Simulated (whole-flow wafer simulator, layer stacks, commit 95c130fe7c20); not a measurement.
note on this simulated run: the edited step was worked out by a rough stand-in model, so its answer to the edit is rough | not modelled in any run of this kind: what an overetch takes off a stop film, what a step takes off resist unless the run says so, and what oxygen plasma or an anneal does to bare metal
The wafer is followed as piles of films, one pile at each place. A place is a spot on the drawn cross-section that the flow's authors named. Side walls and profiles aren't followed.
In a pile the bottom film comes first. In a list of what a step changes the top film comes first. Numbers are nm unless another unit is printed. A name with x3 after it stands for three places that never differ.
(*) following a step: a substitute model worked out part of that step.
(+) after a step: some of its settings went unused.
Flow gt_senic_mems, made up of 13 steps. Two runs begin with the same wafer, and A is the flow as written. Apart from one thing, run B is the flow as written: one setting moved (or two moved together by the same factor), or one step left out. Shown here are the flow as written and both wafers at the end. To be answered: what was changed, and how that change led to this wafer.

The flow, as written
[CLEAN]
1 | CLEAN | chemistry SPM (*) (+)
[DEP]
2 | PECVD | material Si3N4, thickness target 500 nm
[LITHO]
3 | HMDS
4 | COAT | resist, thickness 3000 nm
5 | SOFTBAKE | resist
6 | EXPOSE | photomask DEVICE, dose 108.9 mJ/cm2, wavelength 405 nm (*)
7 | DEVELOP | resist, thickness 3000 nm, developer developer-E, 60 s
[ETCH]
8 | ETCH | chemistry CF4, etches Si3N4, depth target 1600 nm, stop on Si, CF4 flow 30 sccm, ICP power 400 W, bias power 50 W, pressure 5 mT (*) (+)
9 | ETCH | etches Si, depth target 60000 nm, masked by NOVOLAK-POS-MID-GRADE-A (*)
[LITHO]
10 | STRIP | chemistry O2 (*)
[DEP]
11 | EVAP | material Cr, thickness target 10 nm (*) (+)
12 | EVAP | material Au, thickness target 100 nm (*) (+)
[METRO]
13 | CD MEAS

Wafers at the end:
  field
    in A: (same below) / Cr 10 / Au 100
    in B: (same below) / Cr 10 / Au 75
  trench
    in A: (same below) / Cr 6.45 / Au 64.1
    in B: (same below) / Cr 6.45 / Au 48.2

Cause: step 12, EVAP: thickness target 75 nm was run, while the flow as written has thickness target 100 nm.
The wafer itself shows it: field has Au 75, and step 12 as written asks for 100 nm.

Step by step, how the change led to this:
  12 | EVAP | material Au, thickness target 100 nm (*) (+)
      field: A Au gains 100 (new film) | B Au gains 75 (new film)
      trench: A Au gains 64.1 (new film) | B Au gains 48.2 (new film)
